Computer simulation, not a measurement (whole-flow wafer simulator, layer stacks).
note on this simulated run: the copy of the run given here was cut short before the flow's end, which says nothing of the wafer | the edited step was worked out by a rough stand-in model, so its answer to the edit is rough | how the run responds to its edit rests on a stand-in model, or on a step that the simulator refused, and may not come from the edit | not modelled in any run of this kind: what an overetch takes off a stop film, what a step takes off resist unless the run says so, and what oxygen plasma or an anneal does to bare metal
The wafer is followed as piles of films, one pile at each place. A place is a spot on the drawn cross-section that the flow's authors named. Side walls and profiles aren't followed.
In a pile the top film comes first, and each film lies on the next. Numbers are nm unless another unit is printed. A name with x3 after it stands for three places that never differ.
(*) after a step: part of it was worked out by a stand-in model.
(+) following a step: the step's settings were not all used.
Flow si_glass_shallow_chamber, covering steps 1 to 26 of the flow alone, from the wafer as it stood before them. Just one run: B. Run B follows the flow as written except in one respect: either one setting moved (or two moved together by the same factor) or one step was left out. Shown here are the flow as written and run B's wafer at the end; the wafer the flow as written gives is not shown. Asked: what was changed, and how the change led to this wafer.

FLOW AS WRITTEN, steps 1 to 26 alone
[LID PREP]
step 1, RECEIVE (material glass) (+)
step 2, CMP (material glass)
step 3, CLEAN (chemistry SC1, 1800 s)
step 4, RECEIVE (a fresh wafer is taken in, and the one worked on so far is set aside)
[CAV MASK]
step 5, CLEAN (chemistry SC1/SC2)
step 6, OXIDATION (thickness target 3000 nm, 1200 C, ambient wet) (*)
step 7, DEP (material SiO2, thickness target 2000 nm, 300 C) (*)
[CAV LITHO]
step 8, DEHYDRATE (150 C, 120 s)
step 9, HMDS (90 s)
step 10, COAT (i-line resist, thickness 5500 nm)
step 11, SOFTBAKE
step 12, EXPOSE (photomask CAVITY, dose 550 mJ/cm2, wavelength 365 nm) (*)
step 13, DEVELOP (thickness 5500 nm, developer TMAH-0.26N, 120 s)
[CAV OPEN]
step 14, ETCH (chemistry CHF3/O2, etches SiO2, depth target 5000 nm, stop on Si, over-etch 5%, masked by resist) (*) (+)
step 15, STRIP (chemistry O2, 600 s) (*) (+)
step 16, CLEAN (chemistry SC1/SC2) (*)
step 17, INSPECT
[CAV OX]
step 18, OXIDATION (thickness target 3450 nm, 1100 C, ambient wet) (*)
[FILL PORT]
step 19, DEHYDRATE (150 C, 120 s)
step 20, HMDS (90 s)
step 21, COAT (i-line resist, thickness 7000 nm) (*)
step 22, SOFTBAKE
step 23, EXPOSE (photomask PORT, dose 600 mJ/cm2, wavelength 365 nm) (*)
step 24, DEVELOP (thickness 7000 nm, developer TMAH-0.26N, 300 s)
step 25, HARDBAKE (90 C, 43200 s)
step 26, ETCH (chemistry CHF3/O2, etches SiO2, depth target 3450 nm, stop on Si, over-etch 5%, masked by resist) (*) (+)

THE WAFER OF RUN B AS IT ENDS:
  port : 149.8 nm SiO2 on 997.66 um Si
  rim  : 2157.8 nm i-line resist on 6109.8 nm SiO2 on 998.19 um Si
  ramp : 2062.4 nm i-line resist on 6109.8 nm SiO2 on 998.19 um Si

The reason: step 14, ETCH: depth target 3375 nm was run, while the flow as written has depth target 5000 nm.

The path from the change to this, step by step:
  step 14, ETCH (chemistry CHF3/O2, etches SiO2, depth target 5000 nm, stop on Si, over-etch 5%, masked by resist) (*) (+)
      cav, port: SiO2 loses 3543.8 (as written it would have been: SiO2 loses 5000 (all of it), Si loses 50)
      rim, ramp, septum, ring: i-line resist loses 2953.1 (as written it would have been: i-line resist loses 4375)
  step 15, STRIP (chemistry O2, 600 s) (*) (+)
      cav, port: nothing (as written it would have been: chemical SiO2 gains 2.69 (new film), Si loses 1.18)
      rim, ramp, septum, ring: i-line resist loses 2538 (all of it) (as written it would have been: i-line resist loses 1116.2 (all of it))
  step 18, OXIDATION (thickness target 3450 nm, 1100 C, ambient wet) (*)
      cav, port: SiO2 gains 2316, Si loses 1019 (as written it would have been: SiO2 gains 3450 (new film), chemical SiO2 loses 2.69 (all of it), Si loses 1516.8)
  step 21, COAT (i-line resist, thickness 7000 nm) (*)
      rim: i-line resist gains 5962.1 (new film) (as written it would have been: i-line resist gains 5660.1 (new film))
      ramp: i-line resist gains 5508.2 (new film) (as written it would have been: i-line resist gains 5087.8 (new film))
  step 22, SOFTBAKE
      rim: i-line resist loses 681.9 (as written it would have been: i-line resist loses 849)
      ramp: i-line resist loses 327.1 (as written it would have been: i-line resist loses 434.5)
      (also at 4 further places)
  step 25, HARDBAKE (90 C, 43200 s)
      rim: i-line resist loses 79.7 (as written it would have been: i-line resist loses 62.5)
      ramp: i-line resist loses 75.9 (as written it would have been: i-line resist loses 57.1)
      (also at 1 further place)
  step 26, ETCH (chemistry CHF3/O2, etches SiO2, depth target 3450 nm, stop on Si, over-etch 5%, masked by resist) (*) (+)
      port: SiO2 loses 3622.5 (as written it would have been: SiO2 loses 3450 (all of it), Si loses 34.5)
